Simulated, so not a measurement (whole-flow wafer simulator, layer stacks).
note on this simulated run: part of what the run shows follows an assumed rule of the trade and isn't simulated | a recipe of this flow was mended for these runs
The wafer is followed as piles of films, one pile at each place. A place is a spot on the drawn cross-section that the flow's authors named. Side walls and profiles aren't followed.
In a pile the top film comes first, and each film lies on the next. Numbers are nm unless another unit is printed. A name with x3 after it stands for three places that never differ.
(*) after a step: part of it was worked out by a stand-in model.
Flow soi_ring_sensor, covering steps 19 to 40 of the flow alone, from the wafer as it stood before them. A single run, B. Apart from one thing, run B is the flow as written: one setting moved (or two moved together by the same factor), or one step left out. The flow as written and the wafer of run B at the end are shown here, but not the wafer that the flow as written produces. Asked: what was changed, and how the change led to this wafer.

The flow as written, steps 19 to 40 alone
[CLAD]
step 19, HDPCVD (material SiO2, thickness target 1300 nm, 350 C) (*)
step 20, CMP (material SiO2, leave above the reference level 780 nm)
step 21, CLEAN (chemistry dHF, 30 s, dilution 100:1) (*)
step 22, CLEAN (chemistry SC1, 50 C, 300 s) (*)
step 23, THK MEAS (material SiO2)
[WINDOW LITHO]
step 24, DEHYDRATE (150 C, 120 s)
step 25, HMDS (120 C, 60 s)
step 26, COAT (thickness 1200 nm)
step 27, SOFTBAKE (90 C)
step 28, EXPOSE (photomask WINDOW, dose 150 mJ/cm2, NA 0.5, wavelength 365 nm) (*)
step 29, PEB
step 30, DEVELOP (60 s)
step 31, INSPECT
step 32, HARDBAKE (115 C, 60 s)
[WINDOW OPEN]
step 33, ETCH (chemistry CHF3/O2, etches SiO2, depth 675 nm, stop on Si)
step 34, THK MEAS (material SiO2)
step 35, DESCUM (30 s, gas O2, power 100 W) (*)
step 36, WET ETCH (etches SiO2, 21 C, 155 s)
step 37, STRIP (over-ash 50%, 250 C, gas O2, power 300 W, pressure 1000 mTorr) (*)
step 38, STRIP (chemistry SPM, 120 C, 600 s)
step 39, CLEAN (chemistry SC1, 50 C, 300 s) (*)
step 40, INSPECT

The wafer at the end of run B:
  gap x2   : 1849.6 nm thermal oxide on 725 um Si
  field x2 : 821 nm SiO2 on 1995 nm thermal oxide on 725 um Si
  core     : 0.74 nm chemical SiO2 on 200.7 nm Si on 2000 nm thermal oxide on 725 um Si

What caused this: step 20, CMP: leave above the reference level 600 nm was run, though the flow has leave above the reference level 780 nm.

How this came from the change, step by step:
  step 20, CMP (material SiO2, leave above the reference level 780 nm)
      gap x2, field x2: -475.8 SiO2 (in the flow as written it would be: -295.8 SiO2)
      core, core_clad: -700 SiO2 (in the flow as written it would be: -520 SiO2)
  step 33, ETCH (chemistry CHF3/O2, etches SiO2, depth 675 nm, stop on Si)
      core: -597.4 SiO2 (all of it), -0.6 chemical SiO2 (all of it), -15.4 Si (in the flow as written it would be: -675 SiO2)
  step 36, WET ETCH (etches SiO2, 21 C, 155 s)
      core: -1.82 Si (in the flow as written it would be: -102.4 SiO2 (all of it), -0.6 chemical SiO2 (all of it), -1.3 Si)
      gap x2: -146.6 SiO2 (all of it), -145 thermal oxide (in the flow as written it would be: -326.6 SiO2 (all of it), -25 thermal oxide)
